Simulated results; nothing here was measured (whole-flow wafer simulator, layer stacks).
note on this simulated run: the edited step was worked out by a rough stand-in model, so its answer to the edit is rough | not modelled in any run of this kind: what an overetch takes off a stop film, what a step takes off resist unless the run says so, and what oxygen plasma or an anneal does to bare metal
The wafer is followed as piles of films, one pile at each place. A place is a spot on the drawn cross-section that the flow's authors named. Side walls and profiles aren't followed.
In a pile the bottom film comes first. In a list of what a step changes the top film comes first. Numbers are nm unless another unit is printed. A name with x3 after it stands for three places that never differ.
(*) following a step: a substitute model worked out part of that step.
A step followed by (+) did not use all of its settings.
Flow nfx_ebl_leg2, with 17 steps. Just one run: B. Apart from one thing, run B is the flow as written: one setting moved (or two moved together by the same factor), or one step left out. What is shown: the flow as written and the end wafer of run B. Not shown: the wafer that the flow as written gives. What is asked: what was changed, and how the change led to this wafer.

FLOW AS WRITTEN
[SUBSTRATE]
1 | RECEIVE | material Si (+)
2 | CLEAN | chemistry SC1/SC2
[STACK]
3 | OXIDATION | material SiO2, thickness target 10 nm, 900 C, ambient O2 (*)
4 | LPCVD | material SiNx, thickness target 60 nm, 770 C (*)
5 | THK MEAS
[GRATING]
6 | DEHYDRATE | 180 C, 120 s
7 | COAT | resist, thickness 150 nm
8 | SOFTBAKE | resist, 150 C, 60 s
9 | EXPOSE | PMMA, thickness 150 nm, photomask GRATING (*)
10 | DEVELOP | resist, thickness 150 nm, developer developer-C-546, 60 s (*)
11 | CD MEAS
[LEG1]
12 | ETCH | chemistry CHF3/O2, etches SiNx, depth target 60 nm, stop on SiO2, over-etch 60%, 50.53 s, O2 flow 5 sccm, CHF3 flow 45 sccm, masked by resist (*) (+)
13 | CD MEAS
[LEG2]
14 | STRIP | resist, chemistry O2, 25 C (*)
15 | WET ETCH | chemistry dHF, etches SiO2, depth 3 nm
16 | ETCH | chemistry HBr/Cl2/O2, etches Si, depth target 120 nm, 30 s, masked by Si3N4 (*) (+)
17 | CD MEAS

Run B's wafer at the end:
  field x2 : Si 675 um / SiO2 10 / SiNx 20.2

What caused this: step 4, LPCVD: thickness target 27 nm was run, though the flow has thickness target 60 nm.

How this came from the change, step by step:
  4 | LPCVD | material SiNx, thickness target 60 nm, 770 C (*)
      field x2, pad x2: SiNx gains 27 (new film) (it would be, as written: SiNx gains 60 (new film))
  12 | ETCH | chemistry CHF3/O2, etches SiNx, depth target 60 nm, stop on SiO2, over-etch 60%, 50.53 s, O2 flow 5 sccm, CHF3 flow 45 sccm, masked by resist (*) (+)
      pad x2: SiNx loses 27 (all of it), SiO2 loses 10 (all of it) (it would be, as written: SiNx loses 60 (all of it), SiO2 loses 10 (all of it))
